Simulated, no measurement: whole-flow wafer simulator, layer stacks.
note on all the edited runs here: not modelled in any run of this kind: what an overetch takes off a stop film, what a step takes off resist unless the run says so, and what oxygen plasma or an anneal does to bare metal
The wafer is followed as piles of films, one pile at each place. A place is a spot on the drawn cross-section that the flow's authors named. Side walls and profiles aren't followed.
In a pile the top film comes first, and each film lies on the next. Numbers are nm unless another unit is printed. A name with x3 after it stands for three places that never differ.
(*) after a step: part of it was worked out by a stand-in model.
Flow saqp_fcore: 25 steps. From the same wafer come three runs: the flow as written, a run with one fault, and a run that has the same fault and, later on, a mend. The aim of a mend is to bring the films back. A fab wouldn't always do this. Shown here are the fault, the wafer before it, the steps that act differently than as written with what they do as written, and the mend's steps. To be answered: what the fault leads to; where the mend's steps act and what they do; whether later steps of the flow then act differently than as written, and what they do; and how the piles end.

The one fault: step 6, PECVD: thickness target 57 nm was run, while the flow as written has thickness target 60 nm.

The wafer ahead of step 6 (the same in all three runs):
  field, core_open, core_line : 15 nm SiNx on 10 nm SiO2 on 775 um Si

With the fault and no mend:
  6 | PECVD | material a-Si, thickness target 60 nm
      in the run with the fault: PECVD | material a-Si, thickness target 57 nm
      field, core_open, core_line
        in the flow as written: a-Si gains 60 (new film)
        in the run with the fault: a-Si gains 57 (new film)
  Steps further on in the flow that do not act as written (1 more step, not shown, differs only slightly: by at most 2% or 0.5 nm, whichever is larger):
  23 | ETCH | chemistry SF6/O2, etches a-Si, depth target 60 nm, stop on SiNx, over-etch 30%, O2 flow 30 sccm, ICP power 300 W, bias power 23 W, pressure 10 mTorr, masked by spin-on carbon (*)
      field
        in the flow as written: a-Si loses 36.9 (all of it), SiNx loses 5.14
        in the run with the fault: a-Si loses 33.9 (all of it), SiNx loses 5.52
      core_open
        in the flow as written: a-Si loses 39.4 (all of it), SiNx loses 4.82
        in the run with the fault: a-Si loses 36.4 (all of it), SiNx loses 5.2
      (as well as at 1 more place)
  At core_line, the piles at the end differ from the flow's by more than 2% or 0.5 nm, whichever is larger.
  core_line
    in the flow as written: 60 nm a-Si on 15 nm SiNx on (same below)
    in the run with the fault: 57 nm a-Si on 15 nm SiNx on (same below)

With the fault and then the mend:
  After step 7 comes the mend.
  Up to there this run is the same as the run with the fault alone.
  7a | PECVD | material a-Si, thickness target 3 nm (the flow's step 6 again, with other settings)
      field, core_open, core_line
        a-Si gains 3
  Every later step of the flow that is run acts as written at every place that is followed.
  By the end, the piles equal the flow's at every place that both follow.
